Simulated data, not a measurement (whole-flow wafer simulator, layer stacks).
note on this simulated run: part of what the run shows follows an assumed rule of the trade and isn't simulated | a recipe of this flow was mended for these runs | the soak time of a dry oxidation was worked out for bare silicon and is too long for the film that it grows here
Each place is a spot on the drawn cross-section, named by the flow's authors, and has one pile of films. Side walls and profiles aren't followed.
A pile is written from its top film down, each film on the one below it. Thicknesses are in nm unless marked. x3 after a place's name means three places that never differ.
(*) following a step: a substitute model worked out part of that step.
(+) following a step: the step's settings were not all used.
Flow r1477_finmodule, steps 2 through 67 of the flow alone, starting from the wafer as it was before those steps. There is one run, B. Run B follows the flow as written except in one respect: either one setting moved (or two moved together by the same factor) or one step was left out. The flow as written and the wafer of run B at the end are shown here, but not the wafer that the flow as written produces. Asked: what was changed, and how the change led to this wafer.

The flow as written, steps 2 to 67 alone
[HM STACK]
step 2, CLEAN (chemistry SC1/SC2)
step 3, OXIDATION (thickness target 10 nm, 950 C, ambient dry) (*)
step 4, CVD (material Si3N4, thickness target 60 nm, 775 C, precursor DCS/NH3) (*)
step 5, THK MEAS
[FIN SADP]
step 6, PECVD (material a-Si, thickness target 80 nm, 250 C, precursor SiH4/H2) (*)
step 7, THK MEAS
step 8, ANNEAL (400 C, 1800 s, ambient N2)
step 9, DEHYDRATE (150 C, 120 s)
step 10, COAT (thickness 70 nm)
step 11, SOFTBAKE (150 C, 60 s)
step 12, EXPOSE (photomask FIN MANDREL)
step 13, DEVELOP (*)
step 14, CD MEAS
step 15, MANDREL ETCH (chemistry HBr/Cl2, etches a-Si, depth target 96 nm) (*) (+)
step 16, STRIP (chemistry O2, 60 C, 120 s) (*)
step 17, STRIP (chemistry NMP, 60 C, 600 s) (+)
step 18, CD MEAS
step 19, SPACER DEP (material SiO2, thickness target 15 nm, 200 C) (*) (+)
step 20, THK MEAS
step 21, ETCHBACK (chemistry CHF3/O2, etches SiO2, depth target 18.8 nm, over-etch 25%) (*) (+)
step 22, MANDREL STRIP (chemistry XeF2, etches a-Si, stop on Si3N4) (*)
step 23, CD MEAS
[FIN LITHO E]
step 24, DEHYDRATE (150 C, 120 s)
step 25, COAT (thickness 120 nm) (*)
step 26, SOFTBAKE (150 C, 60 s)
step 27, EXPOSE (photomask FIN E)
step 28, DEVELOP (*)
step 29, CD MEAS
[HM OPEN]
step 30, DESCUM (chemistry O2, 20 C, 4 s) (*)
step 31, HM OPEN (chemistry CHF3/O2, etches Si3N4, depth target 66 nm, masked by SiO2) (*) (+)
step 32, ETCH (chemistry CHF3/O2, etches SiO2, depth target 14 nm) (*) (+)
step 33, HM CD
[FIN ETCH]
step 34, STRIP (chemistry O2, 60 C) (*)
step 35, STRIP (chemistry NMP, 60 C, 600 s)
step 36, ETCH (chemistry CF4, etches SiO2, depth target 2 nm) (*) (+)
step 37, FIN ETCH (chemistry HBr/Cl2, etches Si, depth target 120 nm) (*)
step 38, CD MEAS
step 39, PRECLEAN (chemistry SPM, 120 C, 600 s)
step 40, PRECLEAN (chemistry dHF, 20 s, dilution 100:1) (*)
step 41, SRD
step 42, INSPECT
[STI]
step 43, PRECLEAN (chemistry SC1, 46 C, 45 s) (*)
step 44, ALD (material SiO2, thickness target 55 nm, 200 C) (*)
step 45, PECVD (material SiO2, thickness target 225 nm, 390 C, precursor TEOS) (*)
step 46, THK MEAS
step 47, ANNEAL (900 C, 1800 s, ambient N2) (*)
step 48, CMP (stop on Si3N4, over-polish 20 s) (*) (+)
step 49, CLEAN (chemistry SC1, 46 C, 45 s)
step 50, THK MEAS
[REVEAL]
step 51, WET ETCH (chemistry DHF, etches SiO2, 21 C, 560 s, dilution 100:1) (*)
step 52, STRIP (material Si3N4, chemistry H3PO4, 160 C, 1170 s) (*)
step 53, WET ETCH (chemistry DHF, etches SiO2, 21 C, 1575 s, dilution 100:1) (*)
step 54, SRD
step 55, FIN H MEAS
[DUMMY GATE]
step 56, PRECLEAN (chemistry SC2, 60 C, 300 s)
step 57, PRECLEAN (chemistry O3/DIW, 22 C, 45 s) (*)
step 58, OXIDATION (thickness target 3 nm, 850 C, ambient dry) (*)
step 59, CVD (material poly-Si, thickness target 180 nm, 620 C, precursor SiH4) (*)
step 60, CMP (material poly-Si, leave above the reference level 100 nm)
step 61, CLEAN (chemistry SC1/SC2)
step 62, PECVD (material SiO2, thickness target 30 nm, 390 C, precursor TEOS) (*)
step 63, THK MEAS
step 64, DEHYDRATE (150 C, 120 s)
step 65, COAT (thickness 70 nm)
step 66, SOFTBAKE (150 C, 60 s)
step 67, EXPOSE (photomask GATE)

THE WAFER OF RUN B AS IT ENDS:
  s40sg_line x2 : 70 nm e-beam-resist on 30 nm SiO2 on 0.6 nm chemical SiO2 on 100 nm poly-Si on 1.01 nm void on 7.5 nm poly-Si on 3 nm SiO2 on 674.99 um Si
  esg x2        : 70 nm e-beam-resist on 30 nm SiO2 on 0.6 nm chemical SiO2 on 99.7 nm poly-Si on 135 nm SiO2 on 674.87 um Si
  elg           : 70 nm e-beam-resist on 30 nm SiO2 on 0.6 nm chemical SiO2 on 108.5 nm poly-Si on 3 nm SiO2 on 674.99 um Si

What caused this: step 53, WET ETCH: 477.5 s was run, while the flow as written has 1575 s.

How this came from the change, step by step:
  step 53, WET ETCH (chemistry DHF, etches SiO2, 21 C, 1575 s, dilution 100:1) (*)
      esg x2, e40sg x2, e100sg x2 and 14 more: -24 SiO2 (it would be, as written: -79.1 SiO2)
      pad x2: -26 SiO2 (it would be, as written: -85.7 SiO2)
  step 59, CVD (material poly-Si, thickness target 180 nm, 620 C, precursor SiH4) (*)
      s40sg_line x2, s45sg_line x2, s50sg_line x2: +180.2 poly-Si (new film), +1.01 void (new film), +7.5 poly-Si (new film) (it would be, as written: +180 poly-Si (new film))
      esg x2, e40sg x2, e100sg x2 and 12 more: +180 poly-Si (new film) (it would be, as written: +226.3 poly-Si (new film))
      (also at 7 further places)
  step 60, CMP (material poly-Si, leave above the reference level 100 nm)
      pad x2: -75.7 poly-Si (it would be, as written: -24.8 poly-Si)
      e100lg x2: -78.3 poly-Si (it would be, as written: -80 poly-Si)
      (also at 5 further places)
